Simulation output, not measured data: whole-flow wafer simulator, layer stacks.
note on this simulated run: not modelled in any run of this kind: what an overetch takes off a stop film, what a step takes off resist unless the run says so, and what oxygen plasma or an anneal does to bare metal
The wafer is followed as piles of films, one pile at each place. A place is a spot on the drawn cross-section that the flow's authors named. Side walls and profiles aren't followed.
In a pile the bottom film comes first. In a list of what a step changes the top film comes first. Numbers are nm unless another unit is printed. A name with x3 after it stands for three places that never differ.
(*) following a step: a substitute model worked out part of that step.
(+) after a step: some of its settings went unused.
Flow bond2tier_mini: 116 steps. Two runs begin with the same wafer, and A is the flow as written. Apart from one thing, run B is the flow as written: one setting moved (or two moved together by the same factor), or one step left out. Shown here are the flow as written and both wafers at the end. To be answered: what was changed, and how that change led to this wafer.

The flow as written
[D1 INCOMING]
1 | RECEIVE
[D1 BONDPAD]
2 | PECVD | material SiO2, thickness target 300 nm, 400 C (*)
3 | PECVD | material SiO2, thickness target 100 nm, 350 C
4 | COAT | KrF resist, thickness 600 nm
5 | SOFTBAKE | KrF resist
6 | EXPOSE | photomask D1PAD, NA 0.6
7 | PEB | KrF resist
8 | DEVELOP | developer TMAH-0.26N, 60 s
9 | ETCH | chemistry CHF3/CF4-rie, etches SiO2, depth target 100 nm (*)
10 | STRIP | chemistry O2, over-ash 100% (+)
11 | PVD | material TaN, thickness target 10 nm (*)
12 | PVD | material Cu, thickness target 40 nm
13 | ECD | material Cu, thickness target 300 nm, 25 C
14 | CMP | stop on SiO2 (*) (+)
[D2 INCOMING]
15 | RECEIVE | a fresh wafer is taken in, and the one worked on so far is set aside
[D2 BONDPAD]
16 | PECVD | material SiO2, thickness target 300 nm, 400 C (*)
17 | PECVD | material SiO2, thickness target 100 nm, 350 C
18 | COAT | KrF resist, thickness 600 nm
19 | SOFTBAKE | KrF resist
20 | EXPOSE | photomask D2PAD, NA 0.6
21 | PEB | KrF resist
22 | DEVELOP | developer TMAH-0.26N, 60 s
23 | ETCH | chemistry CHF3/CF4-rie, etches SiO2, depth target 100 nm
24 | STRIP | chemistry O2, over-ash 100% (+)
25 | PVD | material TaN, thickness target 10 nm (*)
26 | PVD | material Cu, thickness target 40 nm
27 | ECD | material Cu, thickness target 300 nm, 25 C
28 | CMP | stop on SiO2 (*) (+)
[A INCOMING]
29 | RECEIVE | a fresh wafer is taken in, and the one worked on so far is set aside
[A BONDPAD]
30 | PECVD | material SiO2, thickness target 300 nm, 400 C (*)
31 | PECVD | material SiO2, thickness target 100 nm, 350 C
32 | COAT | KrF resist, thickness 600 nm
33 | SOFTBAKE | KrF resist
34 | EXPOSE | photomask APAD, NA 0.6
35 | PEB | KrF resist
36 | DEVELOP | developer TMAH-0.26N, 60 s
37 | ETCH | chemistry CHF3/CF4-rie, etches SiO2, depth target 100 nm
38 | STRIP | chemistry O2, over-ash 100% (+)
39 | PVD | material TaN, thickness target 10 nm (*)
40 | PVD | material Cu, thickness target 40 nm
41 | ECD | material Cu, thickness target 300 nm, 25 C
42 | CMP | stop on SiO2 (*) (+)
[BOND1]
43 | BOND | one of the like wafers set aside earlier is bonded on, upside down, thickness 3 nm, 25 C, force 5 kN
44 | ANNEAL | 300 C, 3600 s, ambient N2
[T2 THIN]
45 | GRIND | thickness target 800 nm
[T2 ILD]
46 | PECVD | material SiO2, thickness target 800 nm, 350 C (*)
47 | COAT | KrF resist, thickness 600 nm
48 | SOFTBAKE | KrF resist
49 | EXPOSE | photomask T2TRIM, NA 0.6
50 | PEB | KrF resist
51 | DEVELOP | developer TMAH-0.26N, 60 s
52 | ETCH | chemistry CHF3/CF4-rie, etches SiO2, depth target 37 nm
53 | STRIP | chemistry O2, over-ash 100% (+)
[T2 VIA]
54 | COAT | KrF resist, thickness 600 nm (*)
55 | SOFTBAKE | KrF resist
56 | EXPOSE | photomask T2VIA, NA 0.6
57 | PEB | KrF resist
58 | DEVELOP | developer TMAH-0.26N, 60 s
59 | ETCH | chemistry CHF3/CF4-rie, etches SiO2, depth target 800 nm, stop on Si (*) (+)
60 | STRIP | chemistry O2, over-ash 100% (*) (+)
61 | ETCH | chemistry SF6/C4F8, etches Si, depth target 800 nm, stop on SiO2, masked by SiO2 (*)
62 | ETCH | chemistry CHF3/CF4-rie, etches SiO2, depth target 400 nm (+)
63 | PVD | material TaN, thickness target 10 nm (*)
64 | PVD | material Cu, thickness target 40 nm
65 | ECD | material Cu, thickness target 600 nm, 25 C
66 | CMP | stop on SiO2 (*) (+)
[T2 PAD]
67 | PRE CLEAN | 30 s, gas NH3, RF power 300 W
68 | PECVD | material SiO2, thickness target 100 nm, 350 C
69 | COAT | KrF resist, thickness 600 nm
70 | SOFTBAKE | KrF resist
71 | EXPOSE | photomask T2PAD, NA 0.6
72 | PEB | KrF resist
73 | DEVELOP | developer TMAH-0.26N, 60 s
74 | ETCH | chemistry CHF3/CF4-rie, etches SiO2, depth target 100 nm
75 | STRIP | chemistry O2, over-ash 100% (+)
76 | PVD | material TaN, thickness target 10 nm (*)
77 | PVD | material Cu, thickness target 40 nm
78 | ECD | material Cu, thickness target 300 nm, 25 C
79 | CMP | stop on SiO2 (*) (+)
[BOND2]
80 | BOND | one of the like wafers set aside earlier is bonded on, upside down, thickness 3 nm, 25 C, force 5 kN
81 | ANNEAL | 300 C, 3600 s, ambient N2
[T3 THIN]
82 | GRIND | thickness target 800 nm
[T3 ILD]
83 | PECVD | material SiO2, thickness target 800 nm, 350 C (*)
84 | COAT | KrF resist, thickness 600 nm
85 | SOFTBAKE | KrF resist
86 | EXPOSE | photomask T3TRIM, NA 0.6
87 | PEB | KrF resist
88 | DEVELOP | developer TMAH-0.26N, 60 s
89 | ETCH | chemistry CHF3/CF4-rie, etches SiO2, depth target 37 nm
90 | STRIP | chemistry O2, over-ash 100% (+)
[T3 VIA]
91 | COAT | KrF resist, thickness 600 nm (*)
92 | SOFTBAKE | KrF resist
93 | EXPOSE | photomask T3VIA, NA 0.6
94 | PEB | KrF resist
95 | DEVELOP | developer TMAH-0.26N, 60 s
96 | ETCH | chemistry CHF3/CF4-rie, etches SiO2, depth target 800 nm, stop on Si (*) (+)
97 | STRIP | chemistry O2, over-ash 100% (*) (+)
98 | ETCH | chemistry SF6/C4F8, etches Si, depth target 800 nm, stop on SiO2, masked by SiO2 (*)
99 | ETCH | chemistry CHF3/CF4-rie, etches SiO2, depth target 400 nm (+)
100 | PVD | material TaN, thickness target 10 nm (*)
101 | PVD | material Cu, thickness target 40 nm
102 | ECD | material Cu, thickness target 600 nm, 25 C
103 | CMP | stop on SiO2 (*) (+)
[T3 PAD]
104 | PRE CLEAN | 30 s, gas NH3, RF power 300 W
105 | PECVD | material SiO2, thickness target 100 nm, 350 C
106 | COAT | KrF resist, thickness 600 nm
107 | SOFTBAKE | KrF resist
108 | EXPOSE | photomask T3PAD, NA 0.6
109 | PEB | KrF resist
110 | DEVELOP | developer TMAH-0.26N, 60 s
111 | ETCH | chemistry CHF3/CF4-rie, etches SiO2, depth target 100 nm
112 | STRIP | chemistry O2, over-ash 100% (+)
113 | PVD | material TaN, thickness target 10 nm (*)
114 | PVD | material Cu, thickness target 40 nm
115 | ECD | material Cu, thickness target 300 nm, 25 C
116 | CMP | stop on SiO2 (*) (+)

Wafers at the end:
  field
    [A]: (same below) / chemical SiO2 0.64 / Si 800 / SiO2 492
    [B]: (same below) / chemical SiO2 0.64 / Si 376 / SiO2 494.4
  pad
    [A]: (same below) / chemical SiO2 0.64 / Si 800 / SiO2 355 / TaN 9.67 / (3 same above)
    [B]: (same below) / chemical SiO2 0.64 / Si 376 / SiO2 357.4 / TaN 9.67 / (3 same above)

Cause: step 82, GRIND: thickness target 376 nm was run, while the flow as written has thickness target 800 nm.
The wafer lets one read it off: field has Si 376, and step 82 as written asks for 800 nm.

The path from the change to this, step by step:
  82 | GRIND | thickness target 800 nm
      field, pad: A -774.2 um Si | B -774.62 um Si
  98 | ETCH | chemistry SF6/C4F8, etches Si, depth target 800 nm, stop on SiO2, masked by SiO2 (*)
      field, pad: A -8 SiO2 | B -5.64 SiO2
